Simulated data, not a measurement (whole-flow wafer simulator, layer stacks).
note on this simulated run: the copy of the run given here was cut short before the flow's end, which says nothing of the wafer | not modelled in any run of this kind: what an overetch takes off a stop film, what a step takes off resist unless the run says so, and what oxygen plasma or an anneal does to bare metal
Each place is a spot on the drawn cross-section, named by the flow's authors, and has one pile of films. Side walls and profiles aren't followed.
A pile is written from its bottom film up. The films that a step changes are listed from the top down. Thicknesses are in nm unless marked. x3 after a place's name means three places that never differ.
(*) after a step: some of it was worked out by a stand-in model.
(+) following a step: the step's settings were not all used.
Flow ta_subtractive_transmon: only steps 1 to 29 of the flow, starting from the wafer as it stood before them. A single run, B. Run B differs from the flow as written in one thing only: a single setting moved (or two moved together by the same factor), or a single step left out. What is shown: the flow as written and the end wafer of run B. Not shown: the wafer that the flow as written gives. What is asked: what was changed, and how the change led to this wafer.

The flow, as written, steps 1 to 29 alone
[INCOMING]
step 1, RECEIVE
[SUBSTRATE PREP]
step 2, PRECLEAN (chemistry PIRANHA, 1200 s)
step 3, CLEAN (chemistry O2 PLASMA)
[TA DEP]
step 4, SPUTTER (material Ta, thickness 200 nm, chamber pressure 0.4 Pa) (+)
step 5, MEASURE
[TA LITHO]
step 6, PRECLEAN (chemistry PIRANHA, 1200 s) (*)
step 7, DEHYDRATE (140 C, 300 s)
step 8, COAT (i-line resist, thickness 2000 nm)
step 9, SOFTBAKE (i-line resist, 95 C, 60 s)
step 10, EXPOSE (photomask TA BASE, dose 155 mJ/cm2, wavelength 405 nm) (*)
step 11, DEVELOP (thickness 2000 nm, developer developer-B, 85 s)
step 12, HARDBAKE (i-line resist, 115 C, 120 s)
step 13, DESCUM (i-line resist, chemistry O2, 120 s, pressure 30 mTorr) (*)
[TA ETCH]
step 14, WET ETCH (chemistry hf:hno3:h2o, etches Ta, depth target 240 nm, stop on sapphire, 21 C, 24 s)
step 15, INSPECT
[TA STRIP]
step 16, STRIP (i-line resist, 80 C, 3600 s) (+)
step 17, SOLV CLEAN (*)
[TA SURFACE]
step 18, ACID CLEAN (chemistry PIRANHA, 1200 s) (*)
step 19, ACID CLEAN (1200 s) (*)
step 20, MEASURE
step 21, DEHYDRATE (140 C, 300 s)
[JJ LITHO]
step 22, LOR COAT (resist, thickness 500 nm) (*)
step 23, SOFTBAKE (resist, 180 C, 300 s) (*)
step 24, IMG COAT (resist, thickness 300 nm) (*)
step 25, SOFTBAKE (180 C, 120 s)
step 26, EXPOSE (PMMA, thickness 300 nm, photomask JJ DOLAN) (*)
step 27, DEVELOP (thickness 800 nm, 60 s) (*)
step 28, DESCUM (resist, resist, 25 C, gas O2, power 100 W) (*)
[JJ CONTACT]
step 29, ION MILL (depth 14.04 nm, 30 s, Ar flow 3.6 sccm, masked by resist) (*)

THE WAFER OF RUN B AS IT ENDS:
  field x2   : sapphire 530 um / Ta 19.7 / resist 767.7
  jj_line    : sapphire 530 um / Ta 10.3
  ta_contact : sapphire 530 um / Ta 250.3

Cause: step 4, SPUTTER: thickness 260 nm was run, while the flow as written has thickness 200 nm.

Step by step, how the change led to this:
  step 4, SPUTTER (material Ta, thickness 200 nm, chamber pressure 0.4 Pa) (+)
      field x2, jj_line, lead, ta_contact, ta_pad: Ta gains 260 (new film) (it would be, as written: Ta gains 200 (new film))
  step 14, WET ETCH (chemistry hf:hno3:h2o, etches Ta, depth target 240 nm, stop on sapphire, 21 C, 24 s)
      field x2, jj_line, lead: Ta loses 240 (it would be, as written: Ta loses 200 (all of it))
  step 22, LOR COAT (resist, thickness 500 nm) (*)
      ta_contact: resist gains 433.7 (new film) (it would be, as written: resist gains 443.8 (new film))
  step 29, ION MILL (depth 14.04 nm, 30 s, Ar flow 3.6 sccm, masked by resist) (*)
      jj_line, lead: Ta loses 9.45 (it would be, as written: sapphire loses 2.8)
Taking metal films that touch as one body, field x2 has 1 body; the flow as written gives 0 bodies.
Taking metal films that touch as one body, jj_line has 1 body; the flow as written gives 0 bodies.
